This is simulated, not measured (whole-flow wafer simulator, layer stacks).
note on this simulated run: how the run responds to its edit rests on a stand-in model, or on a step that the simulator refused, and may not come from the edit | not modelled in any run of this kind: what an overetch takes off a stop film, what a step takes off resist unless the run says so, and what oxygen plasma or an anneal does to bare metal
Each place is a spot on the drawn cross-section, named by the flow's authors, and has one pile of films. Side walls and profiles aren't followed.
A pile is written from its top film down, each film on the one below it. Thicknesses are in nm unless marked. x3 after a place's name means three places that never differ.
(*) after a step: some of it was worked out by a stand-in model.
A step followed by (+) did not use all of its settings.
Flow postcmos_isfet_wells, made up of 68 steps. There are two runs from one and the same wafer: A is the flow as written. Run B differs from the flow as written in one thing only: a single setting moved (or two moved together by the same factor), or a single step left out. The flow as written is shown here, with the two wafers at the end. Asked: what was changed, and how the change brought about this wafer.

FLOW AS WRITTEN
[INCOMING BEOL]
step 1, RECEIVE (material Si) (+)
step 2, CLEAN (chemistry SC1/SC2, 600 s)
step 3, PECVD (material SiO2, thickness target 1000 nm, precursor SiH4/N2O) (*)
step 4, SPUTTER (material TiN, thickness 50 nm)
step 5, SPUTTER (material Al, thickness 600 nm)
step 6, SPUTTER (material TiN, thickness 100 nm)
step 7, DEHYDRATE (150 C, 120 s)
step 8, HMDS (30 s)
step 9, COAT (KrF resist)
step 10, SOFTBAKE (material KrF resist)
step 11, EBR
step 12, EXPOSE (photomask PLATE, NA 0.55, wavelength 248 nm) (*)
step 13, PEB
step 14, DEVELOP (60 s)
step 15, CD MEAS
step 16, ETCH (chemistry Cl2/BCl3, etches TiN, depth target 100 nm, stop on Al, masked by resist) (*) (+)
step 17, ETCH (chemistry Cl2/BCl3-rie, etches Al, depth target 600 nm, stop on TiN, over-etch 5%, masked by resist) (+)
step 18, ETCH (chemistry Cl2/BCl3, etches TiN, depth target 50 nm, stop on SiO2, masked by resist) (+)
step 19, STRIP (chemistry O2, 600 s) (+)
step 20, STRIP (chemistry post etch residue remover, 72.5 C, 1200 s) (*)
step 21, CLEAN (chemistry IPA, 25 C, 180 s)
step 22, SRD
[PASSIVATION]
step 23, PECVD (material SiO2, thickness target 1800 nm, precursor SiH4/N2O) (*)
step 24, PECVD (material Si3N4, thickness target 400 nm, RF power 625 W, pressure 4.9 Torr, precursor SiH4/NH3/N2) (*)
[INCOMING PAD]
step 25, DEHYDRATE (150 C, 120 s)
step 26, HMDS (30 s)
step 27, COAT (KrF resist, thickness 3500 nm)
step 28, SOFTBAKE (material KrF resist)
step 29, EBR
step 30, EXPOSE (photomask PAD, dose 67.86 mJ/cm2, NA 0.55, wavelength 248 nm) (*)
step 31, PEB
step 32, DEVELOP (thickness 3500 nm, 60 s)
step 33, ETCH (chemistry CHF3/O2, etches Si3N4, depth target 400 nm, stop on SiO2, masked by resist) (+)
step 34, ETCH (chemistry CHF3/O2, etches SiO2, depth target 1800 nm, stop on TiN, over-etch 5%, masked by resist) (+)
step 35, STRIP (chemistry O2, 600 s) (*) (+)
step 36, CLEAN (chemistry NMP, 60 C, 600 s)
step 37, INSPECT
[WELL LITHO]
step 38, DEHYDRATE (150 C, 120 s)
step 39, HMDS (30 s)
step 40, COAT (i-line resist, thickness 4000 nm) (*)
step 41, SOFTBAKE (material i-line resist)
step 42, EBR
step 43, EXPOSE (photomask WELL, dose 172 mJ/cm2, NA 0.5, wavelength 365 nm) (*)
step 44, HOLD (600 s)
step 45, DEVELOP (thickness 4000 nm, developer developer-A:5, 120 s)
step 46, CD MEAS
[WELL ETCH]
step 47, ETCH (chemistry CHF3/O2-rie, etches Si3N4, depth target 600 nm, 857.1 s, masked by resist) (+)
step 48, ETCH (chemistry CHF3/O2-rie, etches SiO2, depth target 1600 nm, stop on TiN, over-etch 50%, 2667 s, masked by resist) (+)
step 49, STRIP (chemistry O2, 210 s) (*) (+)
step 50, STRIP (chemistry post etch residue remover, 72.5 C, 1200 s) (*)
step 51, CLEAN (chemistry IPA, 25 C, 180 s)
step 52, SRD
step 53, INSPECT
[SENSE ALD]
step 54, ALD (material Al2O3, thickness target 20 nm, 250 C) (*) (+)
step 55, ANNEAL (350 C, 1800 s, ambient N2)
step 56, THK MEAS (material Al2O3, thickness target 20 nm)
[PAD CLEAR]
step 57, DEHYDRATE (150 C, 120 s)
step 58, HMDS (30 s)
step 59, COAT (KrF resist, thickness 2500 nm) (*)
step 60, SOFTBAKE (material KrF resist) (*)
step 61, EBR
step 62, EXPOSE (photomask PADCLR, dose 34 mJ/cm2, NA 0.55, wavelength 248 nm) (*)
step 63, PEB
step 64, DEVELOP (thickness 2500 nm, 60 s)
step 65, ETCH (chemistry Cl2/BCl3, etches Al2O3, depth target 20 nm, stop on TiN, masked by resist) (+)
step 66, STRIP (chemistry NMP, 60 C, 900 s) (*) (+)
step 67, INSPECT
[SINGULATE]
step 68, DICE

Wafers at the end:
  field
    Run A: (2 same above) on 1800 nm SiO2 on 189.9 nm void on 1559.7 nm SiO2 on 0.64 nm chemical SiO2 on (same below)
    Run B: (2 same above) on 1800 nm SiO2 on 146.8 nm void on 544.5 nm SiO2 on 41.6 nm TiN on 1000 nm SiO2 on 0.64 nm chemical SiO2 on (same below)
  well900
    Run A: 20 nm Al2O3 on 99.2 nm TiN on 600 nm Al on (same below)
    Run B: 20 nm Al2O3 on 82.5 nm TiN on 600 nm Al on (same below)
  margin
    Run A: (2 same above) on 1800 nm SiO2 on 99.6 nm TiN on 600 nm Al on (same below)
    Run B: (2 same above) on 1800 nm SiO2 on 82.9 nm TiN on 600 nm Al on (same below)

The reason: step 6, SPUTTER: thickness 83.3 nm was run, whereas the flow has thickness 100 nm; step 17, ETCH: depth target 500 nm was run, where the flow has depth target 600 nm.

The path from the change to this, step by step:
  step 6, SPUTTER (material TiN, thickness 100 nm)
      field, margin, well900 and 6 more: A TiN gains 100 (new film) | B TiN gains 83.3 (new film)
  step 16, ETCH (chemistry Cl2/BCl3, etches TiN, depth target 100 nm, stop on Al, masked by resist) (*) (+)
      field: A TiN loses 100 (all of it) | B TiN loses 83.3 (all of it)
  step 17, ETCH (chemistry Cl2/BCl3-rie, etches Al, depth target 600 nm, stop on TiN, over-etch 5%, masked by resist) (+)
      field: A Al loses 600 (all of it) | B Al loses 500
      margin, well900, well1300, well2000, well3000, pad_rim, pad_clr, pad_open: A KrF resist loses 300 | B KrF resist loses 250
  step 18, ETCH (chemistry Cl2/BCl3, etches TiN, depth target 50 nm, stop on SiO2, masked by resist) (+)
      field: A TiN loses 50 (all of it) | B Al loses 100 (all of it), TiN loses 8
  step 19, STRIP (chemistry O2, 600 s) (+)
      margin, well900, well1300, well2000, well3000, pad_rim, pad_clr, pad_open: A KrF resist loses 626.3 (all of it) | B KrF resist loses 676.3 (all of it)
  step 23, PECVD (material SiO2, thickness target 1800 nm, precursor SiH4/N2O) (*)
      field: A SiO2 gains 1800 (new film), void gains 189.9 (new film), SiO2 gains 559.7 | B SiO2 gains 1800 (new film), void gains 146.8 (new film), SiO2 gains 544.5 (new film)
With metal films that touch counted as one body, field has 1 body; the flow as written gives 0 bodies.
